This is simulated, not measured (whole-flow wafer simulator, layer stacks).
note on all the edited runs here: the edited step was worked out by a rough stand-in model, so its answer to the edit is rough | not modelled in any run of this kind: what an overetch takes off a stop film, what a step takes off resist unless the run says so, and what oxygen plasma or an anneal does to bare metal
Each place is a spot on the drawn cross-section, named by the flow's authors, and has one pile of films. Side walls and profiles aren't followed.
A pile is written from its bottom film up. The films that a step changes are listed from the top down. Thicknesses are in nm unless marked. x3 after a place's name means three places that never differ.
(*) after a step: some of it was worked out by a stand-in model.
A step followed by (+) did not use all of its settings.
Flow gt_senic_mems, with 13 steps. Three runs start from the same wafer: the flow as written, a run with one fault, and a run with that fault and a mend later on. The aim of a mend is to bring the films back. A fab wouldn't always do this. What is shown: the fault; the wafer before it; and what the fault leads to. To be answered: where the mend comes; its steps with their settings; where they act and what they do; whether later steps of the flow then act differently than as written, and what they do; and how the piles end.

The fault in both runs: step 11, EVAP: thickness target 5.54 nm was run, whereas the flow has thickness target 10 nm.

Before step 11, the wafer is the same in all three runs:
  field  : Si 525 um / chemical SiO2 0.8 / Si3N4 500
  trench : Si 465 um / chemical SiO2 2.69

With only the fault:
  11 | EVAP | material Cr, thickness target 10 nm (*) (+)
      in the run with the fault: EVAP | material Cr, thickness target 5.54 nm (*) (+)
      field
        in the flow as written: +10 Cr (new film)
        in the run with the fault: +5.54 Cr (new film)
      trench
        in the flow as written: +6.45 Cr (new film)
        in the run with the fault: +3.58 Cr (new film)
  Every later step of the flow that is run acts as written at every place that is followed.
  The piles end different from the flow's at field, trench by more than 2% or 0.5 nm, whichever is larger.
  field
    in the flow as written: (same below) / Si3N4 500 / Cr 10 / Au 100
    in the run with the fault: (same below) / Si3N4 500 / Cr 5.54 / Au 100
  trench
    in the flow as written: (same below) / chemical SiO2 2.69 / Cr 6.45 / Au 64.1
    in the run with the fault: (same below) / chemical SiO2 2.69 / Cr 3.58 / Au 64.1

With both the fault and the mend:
  After step 11 comes the mend.
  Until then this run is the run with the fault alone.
  11a | EVAP | material Cr, thickness target 4.46 nm (*) (+) (the flow's step 11, run once more with other settings)
      field
        +4.46 Cr
      trench
        +2.88 Cr
  Every later step of the flow that is run acts as written at every place that is followed.
  When the end is reached, the piles differ only a little from the flow's at the places that both follow, at most by 2% or 0.5 nm, whichever is larger.
